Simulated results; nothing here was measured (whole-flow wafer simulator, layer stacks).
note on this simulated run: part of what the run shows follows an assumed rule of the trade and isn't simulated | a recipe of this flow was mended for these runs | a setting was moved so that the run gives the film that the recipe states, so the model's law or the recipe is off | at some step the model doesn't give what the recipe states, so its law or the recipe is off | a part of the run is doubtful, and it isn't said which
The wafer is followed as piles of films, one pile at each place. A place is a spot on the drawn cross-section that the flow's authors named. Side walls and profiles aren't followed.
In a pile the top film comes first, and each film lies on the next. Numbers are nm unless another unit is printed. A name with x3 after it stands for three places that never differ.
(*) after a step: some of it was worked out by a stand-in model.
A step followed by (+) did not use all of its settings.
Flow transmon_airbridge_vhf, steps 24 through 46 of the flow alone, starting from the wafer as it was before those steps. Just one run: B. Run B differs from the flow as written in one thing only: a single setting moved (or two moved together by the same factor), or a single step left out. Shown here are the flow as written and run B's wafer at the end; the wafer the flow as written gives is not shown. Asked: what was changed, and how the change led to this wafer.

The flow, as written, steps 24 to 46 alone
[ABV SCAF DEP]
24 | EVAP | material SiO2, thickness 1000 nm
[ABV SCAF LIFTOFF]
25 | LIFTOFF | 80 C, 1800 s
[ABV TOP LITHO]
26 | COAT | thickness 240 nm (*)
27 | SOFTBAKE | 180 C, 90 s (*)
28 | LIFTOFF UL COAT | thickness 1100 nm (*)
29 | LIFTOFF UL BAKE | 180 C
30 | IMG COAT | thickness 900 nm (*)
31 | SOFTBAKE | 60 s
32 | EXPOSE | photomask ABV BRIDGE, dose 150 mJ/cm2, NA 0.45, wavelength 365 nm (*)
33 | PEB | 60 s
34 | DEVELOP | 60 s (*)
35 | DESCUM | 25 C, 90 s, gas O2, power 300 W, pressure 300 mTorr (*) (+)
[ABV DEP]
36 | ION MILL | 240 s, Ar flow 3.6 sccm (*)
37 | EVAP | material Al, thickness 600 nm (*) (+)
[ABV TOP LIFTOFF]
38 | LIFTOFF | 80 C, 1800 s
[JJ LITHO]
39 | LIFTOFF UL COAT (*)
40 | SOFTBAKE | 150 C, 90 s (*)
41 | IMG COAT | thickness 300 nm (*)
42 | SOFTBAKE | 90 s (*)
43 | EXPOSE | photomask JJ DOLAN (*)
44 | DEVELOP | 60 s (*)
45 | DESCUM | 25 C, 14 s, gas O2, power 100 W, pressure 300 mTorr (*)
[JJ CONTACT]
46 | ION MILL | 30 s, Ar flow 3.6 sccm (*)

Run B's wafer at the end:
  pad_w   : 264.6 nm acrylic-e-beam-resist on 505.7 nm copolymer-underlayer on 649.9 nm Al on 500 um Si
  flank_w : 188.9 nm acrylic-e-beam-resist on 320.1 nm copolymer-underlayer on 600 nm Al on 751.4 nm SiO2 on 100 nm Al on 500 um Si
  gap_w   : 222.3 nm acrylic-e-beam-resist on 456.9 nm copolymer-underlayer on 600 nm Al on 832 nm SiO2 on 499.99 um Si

What caused this: step 24, EVAP: thickness 856 nm was run, while the flow as written has thickness 1000 nm.

Step by step, how the change led to this:
  24 | EVAP | material SiO2, thickness 1000 nm
      field x3, jj_line, ground_far and 10 more: +856 SiO2 (new film) (it would be, as written: +1000 SiO2 (new film))
      flank_w, flank_e: +775.4 SiO2 (new film) (it would be, as written: +905.8 SiO2 (new film))
  25 | LIFTOFF | 80 C, 1800 s
      field x3, jj_line, trace_open_s x2: -856 SiO2 (all of it), -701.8 i-line-resist (all of it), -1100 lift-off-underlayer (all of it), -240 acrylic-e-beam-resist (all of it) (it would be, as written: -1000 SiO2 (all of it), -701.8 i-line-resist (all of it), -1100 lift-off-underlayer (all of it), -240 acrylic-e-beam-resist (all of it))
      pad_w, pad_e: -856 SiO2 (all of it), -696.3 i-line-resist (all of it), -1089.9 lift-off-underlayer (all of it), -239.3 acrylic-e-beam-resist (all of it) (it would be, as written: -1000 SiO2 (all of it), -696.3 i-line-resist (all of it), -1089.9 lift-off-underlayer (all of it), -239.3 acrylic-e-beam-resist (all of it))
      (as well as at 1 more place)
  26 | COAT | thickness 240 nm (*)
      flank_w, flank_e: +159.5 acrylic-e-beam-resist (new film) (it would be, as written: +155.2 acrylic-e-beam-resist (new film))
      gap_w, gap_e: +217.6 acrylic-e-beam-resist (new film) (it would be, as written: +211.2 acrylic-e-beam-resist (new film))
      (as well as at 5 more places)
  28 | LIFTOFF UL COAT | thickness 1100 nm (*)
      gap_w, gap_e: +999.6 lift-off-underlayer (new film) (it would be, as written: +979.6 lift-off-underlayer (new film))
      margin_s, margin_n: +857.8 lift-off-underlayer (new film) (it would be, as written: +823.4 lift-off-underlayer (new film))
      (as well as at 3 more places)
  30 | IMG COAT | thickness 900 nm (*)
      gap_w, gap_e: +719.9 i-line-resist (new film) (it would be, as written: +685.3 i-line-resist (new film))
      margin_s, margin_n: +648.9 i-line-resist (new film) (it would be, as written: +603.2 i-line-resist (new film))
      (as well as at 4 more places)
  33 | PEB | 60 s
      flank_w, flank_e: -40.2 i-line-resist (it would be, as written: -38.8 i-line-resist)
      gap_w, gap_e: -36.9 i-line-resist (it would be, as written: -35 i-line-resist)
      (as well as at 4 more places)
  34 | DEVELOP | 60 s (*)
      gap_w, gap_e: -683 i-line-resist (all of it), -999.6 lift-off-underlayer (all of it) (it would be, as written: -650.2 i-line-resist (all of it), -979.6 lift-off-underlayer (all of it))
      flank_w: -742 i-line-resist (all of it), -866.3 lift-off-underlayer (all of it) (it would be, as written: -716.4 i-line-resist (all of it), -832.3 lift-off-underlayer (all of it))
      (as well as at 3 more places)
  35 | DESCUM | 25 C, 90 s, gas O2, power 300 W, pressure 300 mTorr (*) (+)
      field x3, jj_line, ground_far, trace_open_s x2, margin_s, margin_n: -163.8 i-line-resist (it would be, as written: -167.2 i-line-resist)
      flank_w, flank_e: -159.5 acrylic-e-beam-resist (all of it) (it would be, as written: -155.2 acrylic-e-beam-resist (all of it))
      (as well as at 5 more places)
  38 | LIFTOFF | 80 C, 1800 s
      margin_s, margin_n: -600 Al (all of it), -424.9 i-line-resist (all of it), -857.8 lift-off-underlayer (all of it), -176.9 acrylic-e-beam-resist (all of it) (it would be, as written: -600 Al (all of it), -378.2 i-line-resist (all of it), -823.4 lift-off-underlayer (all of it), -168.6 acrylic-e-beam-resist (all of it))
  39 | LIFTOFF UL COAT (*)
      flank_w, flank_e: +320.1 copolymer-underlayer (new film) (it would be, as written: +308 copolymer-underlayer (new film))
      margin_s, margin_n: +457.2 copolymer-underlayer (new film) (it would be, as written: +446.3 copolymer-underlayer (new film))
  41 | IMG COAT | thickness 300 nm (*)
      gap_w, gap_e: +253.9 acrylic-e-beam-resist (new film) (it would be, as written: +247.8 acrylic-e-beam-resist (new film))
      margin_s, margin_n: +257.9 acrylic-e-beam-resist (new film) (it would be, as written: +249.2 acrylic-e-beam-resist (new film))
      (as well as at 2 more places)
